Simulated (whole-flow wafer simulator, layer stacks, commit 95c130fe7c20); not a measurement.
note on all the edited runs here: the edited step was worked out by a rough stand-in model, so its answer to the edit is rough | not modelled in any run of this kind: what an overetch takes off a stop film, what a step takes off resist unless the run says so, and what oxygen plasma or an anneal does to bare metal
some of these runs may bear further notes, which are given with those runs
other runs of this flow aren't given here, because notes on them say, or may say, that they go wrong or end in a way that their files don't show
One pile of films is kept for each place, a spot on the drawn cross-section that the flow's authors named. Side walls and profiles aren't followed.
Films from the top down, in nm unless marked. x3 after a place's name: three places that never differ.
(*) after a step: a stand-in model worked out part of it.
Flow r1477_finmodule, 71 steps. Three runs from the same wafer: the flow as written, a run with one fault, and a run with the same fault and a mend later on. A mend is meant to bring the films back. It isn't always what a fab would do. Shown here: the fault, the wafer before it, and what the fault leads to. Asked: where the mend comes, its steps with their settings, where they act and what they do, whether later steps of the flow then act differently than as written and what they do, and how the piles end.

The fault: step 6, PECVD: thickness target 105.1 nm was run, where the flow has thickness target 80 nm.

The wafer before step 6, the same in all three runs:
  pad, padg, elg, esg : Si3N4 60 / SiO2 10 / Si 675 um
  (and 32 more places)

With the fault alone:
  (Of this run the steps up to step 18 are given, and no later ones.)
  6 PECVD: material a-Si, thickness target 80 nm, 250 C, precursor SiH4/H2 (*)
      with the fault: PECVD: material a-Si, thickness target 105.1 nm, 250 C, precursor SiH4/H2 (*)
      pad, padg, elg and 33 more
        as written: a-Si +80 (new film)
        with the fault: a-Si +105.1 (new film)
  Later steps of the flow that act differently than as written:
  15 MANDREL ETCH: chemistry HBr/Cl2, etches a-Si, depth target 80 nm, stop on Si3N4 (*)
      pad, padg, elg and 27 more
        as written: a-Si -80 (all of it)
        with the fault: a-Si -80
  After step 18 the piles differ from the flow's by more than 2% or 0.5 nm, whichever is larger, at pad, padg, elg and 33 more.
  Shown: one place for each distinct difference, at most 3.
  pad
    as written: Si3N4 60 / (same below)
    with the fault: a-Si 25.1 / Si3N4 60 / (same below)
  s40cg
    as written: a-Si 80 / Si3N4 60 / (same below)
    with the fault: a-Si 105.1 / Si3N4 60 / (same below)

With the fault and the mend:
  The mend comes after step 7.
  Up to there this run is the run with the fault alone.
  7a ETCH: chemistry tmah, depth target 120.9 nm
      pad, padg, elg and 33 more
        a-Si -105.1 (all of it)
  7b PECVD: material a-Si, thickness target 80 nm, 250 C, precursor SiH4/H2 (*) (the flow's step 6 once more)
      pad, padg, elg and 33 more
        a-Si +80 (new film)
  No later step of the flow acts differently than as written at any place that is followed.
  At the end the piles are the same as the flow's at every place that both follow.
